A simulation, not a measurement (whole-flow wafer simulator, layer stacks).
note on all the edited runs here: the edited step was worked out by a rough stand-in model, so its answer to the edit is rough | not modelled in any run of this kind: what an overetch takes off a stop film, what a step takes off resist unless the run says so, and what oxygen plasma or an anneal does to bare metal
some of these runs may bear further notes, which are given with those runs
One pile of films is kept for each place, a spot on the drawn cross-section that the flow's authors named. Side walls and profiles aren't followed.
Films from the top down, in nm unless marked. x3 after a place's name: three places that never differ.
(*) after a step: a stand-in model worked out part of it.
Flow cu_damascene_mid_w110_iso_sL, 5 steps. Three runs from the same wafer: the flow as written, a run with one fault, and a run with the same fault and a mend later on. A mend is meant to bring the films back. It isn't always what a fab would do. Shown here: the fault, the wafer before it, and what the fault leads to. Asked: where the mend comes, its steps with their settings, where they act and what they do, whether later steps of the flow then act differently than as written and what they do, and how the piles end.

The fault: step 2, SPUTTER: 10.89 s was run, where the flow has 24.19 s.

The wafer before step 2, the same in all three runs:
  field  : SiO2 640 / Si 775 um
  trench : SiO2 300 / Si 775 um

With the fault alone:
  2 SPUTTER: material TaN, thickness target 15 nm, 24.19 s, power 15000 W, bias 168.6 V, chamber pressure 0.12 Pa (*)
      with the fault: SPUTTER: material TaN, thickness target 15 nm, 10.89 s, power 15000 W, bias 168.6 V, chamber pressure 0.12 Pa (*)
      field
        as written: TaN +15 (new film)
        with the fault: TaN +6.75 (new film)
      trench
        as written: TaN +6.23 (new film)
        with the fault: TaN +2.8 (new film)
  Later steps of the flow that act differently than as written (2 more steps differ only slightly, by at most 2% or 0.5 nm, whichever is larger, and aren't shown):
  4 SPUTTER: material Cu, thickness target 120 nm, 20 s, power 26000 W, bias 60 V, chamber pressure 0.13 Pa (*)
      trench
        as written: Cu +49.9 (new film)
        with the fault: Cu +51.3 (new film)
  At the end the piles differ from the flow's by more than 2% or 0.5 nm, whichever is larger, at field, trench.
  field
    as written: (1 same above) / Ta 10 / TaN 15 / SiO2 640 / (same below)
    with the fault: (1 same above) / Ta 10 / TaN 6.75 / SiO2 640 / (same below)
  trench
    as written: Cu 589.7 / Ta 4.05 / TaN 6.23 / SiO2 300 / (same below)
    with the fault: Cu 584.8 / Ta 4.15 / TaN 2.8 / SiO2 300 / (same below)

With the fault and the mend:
  The mend comes after step 2.
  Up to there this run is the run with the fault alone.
  2a SPUTTER: material TaN, thickness target 15 nm, 13.3 s, power 15000 W, bias 168.6 V, chamber pressure 0.12 Pa (*) (the flow's step 2 once more, with other settings)
      field
        TaN +8.25
      trench
        TaN +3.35
  No later step of the flow acts differently than as written, at any place that is followed, by more than 2% or 0.5 nm, whichever is larger.
  At the end the piles differ from the flow's only slightly at the places that both follow, by at most 2% or 0.5 nm, whichever is larger.
